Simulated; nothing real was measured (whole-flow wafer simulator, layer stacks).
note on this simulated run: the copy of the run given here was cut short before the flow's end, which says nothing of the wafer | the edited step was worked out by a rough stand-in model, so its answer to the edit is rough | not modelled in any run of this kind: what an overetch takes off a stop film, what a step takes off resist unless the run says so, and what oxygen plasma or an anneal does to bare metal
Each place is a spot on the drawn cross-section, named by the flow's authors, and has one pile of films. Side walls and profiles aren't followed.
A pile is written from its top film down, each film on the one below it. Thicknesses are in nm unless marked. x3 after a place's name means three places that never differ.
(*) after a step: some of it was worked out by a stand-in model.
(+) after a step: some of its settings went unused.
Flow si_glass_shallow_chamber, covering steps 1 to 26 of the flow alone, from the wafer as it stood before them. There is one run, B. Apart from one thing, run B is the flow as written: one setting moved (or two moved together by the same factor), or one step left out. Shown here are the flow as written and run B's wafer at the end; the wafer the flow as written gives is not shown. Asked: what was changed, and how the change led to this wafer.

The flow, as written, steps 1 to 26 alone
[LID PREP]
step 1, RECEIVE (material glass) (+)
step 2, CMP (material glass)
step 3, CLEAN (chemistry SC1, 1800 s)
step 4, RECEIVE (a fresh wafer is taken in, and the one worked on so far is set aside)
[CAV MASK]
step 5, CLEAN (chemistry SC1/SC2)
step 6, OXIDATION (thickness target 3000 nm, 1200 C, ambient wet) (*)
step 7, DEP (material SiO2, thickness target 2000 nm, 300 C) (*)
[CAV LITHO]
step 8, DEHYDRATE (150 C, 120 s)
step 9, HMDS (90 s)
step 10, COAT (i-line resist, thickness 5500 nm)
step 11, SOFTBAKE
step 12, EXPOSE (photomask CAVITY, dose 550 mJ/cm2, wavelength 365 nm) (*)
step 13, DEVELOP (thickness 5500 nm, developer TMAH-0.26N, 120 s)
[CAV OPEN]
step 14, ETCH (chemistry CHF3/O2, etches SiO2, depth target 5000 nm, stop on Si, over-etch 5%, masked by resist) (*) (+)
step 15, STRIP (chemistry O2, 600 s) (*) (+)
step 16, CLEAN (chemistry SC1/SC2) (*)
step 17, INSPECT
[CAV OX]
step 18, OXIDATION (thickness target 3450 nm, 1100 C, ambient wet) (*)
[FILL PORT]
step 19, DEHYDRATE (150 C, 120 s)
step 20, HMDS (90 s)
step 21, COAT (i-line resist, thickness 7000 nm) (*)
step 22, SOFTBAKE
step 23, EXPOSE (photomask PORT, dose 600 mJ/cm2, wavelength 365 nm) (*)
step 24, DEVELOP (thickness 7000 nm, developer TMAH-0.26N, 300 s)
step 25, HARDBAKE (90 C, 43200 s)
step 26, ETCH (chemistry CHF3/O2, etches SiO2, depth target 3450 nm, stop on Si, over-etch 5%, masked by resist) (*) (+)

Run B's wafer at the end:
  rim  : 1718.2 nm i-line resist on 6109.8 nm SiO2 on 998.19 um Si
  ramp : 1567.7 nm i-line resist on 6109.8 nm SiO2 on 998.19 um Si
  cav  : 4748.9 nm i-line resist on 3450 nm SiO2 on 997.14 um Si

What caused this: step 14, ETCH: over-etch 2.5% was run, while the flow as written has over-etch 5%.

The path from the change to this, step by step:
  step 14, ETCH (chemistry CHF3/O2, etches SiO2, depth target 5000 nm, stop on Si, over-etch 5%, masked by resist) (*) (+)
      rim, ramp, septum, ring: i-line resist loses 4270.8 (as written it would have been: i-line resist loses 4375)
      cav, port: SiO2 loses 5000 (all of it), Si loses 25 (as written it would have been: SiO2 loses 5000 (all of it), Si loses 50)
  step 15, STRIP (chemistry O2, 600 s) (*) (+)
      rim, ramp, septum, ring: i-line resist loses 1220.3 (all of it) (as written it would have been: i-line resist loses 1116.2 (all of it))
